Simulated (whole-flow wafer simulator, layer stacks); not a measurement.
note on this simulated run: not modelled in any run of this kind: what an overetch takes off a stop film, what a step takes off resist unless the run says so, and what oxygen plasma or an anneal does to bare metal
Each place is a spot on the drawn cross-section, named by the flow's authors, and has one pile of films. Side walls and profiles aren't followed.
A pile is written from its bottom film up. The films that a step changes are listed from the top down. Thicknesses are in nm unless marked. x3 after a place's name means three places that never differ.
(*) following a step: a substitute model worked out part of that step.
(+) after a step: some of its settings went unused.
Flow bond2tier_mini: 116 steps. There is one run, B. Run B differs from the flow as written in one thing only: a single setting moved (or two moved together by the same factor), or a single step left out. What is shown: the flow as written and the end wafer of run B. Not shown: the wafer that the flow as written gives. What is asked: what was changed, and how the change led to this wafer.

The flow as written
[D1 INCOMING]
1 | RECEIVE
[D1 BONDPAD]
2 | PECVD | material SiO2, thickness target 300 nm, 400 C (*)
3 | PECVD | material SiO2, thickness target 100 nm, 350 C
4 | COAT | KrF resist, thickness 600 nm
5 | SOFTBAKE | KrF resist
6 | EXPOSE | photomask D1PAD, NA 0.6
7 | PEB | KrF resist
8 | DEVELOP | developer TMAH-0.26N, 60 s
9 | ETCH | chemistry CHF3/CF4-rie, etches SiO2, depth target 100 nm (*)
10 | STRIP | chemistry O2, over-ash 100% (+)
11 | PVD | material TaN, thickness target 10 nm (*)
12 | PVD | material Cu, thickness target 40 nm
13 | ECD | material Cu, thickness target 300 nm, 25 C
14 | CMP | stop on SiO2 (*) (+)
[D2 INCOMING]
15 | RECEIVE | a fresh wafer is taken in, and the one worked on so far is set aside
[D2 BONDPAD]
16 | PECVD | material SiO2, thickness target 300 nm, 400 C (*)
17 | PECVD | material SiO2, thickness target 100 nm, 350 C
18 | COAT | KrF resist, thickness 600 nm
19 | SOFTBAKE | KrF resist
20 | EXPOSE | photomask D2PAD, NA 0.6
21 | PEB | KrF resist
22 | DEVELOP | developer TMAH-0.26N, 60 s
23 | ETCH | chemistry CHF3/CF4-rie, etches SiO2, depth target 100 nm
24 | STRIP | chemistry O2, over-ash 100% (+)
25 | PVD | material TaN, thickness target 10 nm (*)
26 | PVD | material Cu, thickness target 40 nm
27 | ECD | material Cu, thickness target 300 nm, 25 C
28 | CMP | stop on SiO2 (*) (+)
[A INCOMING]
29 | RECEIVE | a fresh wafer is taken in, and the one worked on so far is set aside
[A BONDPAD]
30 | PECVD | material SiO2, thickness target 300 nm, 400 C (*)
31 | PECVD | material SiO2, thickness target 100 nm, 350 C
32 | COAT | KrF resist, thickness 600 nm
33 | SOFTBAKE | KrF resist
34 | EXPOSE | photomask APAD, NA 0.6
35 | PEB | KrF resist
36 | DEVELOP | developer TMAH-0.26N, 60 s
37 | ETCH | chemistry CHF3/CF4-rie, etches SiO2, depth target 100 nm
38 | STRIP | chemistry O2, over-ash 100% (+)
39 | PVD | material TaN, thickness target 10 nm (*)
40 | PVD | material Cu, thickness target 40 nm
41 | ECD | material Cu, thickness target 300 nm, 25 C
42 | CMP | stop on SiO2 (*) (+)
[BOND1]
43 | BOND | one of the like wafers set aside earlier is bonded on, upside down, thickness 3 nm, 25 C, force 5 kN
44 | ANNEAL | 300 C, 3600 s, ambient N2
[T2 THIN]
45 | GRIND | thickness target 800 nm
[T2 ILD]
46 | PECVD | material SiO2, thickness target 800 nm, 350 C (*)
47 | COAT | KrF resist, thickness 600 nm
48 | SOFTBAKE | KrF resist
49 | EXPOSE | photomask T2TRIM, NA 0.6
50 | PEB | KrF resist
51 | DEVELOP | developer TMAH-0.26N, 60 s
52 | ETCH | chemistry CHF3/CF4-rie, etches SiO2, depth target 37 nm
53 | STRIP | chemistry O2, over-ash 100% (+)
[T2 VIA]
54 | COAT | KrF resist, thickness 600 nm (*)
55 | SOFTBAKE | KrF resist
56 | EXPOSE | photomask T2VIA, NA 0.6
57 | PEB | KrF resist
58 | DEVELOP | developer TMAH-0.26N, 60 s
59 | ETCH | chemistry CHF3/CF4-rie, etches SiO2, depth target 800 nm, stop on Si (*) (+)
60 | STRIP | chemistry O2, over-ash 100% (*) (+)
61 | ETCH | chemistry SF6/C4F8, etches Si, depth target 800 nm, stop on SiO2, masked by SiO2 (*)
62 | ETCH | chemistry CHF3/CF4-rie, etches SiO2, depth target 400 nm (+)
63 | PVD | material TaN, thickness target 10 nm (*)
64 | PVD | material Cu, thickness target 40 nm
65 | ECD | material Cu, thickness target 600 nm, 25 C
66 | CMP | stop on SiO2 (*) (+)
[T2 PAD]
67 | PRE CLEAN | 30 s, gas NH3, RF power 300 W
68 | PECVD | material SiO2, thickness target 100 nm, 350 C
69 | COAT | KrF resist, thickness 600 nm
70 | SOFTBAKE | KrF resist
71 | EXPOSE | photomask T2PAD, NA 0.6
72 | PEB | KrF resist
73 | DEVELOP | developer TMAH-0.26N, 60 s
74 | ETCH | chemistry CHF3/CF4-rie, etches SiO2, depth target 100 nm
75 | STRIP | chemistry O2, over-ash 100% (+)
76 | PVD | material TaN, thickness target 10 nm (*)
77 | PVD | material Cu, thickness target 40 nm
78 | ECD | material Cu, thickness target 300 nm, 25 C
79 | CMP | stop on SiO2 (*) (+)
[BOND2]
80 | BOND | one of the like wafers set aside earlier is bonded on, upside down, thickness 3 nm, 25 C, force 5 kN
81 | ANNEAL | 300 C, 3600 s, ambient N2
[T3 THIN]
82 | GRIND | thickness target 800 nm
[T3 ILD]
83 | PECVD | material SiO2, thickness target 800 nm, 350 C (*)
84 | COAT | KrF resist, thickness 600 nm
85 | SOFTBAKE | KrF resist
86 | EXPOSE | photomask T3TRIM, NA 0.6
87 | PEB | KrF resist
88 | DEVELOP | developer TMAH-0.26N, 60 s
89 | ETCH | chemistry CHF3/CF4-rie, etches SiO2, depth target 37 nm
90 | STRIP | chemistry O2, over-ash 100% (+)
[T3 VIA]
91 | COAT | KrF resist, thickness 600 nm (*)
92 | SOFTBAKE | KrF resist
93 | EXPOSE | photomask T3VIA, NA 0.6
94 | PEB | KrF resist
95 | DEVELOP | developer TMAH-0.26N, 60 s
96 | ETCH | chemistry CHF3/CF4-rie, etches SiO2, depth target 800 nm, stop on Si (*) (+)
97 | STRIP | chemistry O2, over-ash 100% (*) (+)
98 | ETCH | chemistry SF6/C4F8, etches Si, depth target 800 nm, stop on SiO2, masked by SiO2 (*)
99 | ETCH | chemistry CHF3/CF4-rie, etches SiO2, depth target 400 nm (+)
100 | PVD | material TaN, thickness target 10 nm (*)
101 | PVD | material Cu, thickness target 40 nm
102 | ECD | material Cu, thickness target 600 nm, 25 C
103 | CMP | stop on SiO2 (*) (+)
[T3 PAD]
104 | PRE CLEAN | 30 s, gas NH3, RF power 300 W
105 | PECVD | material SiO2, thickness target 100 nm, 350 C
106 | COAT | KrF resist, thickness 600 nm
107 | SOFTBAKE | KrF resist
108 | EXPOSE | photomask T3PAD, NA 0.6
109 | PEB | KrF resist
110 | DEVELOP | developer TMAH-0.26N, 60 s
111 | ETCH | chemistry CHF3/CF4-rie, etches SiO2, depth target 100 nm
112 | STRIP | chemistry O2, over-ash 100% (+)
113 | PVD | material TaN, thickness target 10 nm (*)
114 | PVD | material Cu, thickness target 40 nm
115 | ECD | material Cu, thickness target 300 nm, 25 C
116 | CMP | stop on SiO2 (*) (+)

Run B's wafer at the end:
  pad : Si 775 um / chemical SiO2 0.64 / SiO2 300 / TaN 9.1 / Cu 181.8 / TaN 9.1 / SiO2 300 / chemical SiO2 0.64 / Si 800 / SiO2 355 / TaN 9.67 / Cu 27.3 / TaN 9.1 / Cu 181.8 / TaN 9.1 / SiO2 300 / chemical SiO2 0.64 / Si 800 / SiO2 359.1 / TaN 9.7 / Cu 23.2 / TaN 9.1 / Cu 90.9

What caused this: step 89, ETCH: depth target 32.9 nm was run, while the flow as written has depth target 37 nm.

Step by step, how the change led to this:
  89 | ETCH | chemistry CHF3/CF4-rie, etches SiO2, depth target 37 nm
      field: KrF resist loses 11 (as written it would have been: KrF resist loses 12.3)
      pad: SiO2 loses 32.9 (as written it would have been: SiO2 loses 37)
